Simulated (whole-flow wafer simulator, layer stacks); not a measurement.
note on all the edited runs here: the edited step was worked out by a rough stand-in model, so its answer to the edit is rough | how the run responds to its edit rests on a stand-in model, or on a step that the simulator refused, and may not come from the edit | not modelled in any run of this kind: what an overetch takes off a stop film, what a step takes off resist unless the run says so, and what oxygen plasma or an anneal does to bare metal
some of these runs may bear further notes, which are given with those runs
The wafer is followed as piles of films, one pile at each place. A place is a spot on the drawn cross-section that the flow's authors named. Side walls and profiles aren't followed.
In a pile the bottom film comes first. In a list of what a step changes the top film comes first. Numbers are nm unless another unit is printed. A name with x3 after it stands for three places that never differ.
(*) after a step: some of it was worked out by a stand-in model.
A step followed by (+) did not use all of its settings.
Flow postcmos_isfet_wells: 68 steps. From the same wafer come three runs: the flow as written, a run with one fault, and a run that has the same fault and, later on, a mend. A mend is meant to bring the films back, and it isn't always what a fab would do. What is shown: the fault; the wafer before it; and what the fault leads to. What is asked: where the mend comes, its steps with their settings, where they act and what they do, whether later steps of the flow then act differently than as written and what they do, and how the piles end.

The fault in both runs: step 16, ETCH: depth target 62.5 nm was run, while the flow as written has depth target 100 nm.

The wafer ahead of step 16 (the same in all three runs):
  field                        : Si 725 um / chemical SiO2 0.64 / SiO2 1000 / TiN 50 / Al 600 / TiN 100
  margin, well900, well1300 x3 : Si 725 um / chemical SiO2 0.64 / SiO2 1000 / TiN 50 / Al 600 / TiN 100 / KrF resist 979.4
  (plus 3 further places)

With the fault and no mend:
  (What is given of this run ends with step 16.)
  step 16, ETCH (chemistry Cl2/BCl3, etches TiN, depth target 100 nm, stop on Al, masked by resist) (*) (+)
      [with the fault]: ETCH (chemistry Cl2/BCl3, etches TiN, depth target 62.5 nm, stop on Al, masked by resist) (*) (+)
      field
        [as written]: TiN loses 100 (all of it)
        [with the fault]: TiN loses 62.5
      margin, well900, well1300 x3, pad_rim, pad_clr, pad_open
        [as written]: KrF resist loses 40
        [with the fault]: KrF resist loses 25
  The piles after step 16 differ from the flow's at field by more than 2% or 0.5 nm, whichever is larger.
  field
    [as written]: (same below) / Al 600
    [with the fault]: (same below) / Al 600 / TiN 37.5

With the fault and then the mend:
  The mend stands after step 16.
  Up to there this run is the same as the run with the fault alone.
  step 16a, ETCH (chemistry Cl2/BCl3, etches TiN, depth target 37.5 nm, stop on Al, masked by resist) (a further turn of the flow's step 16, with different settings)
      margin, well900, well1300 x3, pad_rim, pad_clr, pad_open
        KrF resist loses 15
      field
        TiN loses 37.5 (all of it)
  Later steps of the flow that are run all act as written at every place that is followed.
  The piles end the same as the flow's at every place that both follow.
